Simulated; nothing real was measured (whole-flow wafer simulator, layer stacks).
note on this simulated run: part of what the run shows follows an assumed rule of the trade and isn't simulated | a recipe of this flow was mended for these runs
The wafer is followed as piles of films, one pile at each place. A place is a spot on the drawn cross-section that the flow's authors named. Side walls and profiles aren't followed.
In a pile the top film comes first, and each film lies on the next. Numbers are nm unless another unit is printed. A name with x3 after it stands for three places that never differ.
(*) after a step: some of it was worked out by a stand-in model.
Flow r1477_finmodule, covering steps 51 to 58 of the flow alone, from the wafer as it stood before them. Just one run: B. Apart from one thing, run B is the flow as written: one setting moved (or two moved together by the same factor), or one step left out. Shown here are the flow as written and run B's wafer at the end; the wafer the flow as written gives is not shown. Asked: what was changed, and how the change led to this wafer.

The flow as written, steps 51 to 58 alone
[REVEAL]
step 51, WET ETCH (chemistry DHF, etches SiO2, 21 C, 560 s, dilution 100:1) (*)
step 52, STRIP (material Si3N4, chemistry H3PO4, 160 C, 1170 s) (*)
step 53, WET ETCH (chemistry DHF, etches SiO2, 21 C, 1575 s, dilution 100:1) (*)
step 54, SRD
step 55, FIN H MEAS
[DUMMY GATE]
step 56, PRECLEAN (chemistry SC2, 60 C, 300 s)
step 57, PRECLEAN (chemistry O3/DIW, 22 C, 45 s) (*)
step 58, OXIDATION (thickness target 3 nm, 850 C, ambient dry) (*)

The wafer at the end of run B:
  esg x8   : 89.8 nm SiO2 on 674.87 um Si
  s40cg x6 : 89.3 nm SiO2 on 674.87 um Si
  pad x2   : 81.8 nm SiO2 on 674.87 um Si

What caused this: step 53, WET ETCH: 1378 s was run, though the flow has 1575 s.

How this came from the change, step by step:
  step 53, WET ETCH (chemistry DHF, etches SiO2, 21 C, 1575 s, dilution 100:1) (*)
      esg x8, s40cg x6, s40sg x6: SiO2 loses 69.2 (as written it would have been: SiO2 loses 79.1)
      pad x2: SiO2 loses 75 (as written it would have been: SiO2 loses 85.7)
